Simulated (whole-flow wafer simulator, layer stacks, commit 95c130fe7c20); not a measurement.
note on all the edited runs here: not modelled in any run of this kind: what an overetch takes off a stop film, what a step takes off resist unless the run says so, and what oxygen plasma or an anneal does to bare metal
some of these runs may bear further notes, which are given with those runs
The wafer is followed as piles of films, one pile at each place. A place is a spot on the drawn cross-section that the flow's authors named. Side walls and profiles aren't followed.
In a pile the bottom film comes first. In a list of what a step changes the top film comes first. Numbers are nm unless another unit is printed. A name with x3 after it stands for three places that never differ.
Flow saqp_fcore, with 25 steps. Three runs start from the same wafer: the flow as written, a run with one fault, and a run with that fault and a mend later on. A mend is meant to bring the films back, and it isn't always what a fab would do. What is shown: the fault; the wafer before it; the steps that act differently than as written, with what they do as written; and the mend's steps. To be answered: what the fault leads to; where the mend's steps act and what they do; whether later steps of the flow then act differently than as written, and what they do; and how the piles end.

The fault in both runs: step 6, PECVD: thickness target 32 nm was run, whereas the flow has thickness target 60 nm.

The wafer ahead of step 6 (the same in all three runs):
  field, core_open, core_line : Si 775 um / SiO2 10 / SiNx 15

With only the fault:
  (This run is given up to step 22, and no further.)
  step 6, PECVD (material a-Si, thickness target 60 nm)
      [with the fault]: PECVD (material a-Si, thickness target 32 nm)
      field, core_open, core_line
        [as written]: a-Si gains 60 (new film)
        [with the fault]: a-Si gains 32 (new film)
  Later steps of the flow up to step 22 that are run all act as written at every place that is followed.
  The piles after step 22 differ from the flow's at field, core_open, core_line by more than 2% or 0.5 nm, whichever is larger.
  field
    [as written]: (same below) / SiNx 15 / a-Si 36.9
    [with the fault]: (same below) / SiNx 15 / a-Si 8.87
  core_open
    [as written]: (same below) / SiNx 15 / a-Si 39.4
    [with the fault]: (same below) / SiNx 15 / a-Si 11.4
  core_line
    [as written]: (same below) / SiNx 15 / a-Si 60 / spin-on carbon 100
    [with the fault]: (same below) / SiNx 15 / a-Si 32 / spin-on carbon 100

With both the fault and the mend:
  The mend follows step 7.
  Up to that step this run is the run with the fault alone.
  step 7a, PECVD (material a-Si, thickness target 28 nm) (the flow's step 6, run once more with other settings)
      field, core_open, core_line
        a-Si gains 28
  Later steps of the flow that are run all act as written at every place that is followed.
  At every place that both follow, the piles at the end match the flow's.
